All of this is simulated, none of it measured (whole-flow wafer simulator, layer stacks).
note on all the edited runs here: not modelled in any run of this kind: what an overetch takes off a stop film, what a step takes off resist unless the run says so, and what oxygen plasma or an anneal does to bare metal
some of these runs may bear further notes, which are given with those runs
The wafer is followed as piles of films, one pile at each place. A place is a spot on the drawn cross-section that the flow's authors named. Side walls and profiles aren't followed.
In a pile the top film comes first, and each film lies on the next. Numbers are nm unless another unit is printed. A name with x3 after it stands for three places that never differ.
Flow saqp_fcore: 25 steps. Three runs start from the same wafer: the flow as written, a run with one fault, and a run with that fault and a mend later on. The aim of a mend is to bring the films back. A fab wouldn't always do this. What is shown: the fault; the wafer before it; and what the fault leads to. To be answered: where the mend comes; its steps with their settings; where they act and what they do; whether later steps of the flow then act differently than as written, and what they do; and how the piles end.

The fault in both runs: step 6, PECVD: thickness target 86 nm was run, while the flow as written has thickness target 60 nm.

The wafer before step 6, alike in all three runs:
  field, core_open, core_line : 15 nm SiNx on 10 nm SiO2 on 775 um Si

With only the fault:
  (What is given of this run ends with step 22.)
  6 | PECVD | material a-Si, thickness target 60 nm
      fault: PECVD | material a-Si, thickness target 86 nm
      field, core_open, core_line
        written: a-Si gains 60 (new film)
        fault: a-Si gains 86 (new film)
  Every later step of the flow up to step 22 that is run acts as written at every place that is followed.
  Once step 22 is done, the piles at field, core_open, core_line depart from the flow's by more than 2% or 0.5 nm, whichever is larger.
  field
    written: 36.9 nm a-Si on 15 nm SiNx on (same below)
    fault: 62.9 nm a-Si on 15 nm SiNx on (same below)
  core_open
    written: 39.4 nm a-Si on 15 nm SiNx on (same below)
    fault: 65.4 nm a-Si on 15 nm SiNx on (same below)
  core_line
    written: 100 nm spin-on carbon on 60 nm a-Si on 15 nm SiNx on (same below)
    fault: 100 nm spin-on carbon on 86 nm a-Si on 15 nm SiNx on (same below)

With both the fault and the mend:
  After step 7 comes the mend.
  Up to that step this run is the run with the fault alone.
  7a | ETCH | chemistry tmah, depth target 98.9 nm
      field, core_open, core_line
        a-Si loses 86 (all of it)
  7b | PECVD | material a-Si, thickness target 60 nm (the flow's step 6 again)
      field, core_open, core_line
        a-Si gains 60 (new film)
  Every later step of the flow that is run acts as written at every place that is followed.
  At every place that both follow, the piles at the end match the flow's.
